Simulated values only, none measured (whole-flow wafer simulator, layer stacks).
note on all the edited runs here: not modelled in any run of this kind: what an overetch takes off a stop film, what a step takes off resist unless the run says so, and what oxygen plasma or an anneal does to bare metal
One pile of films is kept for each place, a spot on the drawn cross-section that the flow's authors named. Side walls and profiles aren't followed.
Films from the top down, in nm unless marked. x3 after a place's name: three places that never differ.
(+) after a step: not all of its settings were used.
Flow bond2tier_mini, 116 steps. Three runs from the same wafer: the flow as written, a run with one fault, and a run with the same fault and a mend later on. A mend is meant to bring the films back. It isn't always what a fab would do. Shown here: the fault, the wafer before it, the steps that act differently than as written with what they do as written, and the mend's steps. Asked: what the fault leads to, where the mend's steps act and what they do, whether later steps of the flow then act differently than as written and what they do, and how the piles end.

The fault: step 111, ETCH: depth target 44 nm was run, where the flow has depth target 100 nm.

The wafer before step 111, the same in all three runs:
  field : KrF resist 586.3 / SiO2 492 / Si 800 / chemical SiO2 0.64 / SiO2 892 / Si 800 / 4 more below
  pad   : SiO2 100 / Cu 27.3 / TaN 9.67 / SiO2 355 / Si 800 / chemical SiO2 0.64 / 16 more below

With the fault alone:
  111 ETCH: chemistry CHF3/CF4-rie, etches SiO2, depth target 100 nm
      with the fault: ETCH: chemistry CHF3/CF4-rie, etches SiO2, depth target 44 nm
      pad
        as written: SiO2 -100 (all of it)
        with the fault: SiO2 -44
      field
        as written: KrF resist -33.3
        with the fault: KrF resist -14.7
  Later steps of the flow that act differently than as written (1 more step differs only slightly, by at most 2% or 0.5 nm, whichever is larger, and isn't shown):
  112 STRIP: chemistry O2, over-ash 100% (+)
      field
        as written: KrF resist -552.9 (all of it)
        with the fault: KrF resist -571.6 (all of it)
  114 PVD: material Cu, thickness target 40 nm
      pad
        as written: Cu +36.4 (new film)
        with the fault: Cu +38.4 (new film)
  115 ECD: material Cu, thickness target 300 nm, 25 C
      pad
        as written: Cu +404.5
        with the fault: Cu +346
  At the end the piles differ from the flow's by more than 2% or 0.5 nm, whichever is larger, at pad.
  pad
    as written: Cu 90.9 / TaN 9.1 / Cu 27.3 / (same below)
    with the fault: Cu 34.4 / TaN 9.6 / SiO2 56 / Cu 27.3 / (same below)

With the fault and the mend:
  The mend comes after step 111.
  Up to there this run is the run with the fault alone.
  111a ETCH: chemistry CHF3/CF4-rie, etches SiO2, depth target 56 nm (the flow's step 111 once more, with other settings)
      field
        KrF resist -18.7
      pad
        SiO2 -56 (all of it)
  No later step of the flow acts differently than as written at any place that is followed.
  At the end the piles are the same as the flow's at every place that both follow.
